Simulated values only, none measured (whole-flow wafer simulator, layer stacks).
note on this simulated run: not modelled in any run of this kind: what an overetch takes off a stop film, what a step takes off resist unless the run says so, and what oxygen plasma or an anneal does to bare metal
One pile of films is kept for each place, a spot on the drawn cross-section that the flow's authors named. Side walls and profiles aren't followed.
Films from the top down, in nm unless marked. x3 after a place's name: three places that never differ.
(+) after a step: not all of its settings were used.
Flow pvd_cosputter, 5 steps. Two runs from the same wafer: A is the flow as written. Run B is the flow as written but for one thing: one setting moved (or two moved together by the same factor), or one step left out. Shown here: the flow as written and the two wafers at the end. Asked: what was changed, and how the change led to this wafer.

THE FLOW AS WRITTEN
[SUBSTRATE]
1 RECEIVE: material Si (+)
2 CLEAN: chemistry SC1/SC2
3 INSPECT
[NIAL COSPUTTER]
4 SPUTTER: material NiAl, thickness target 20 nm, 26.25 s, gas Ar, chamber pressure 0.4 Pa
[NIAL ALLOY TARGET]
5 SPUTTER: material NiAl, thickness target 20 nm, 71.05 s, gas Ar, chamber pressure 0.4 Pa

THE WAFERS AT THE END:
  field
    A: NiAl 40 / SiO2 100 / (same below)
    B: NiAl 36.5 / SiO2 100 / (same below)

The cause: step 5, SPUTTER: thickness target 16.5 nm was run, where the flow has thickness target 20 nm; step 5, SPUTTER: 58.62 s was run, where the flow has 71.05 s.

How the change led to this, step by step:
  5 SPUTTER: material NiAl, thickness target 20 nm, 71.05 s, gas Ar, chamber pressure 0.4 Pa
      field: A NiAl +20 | B NiAl +16.5
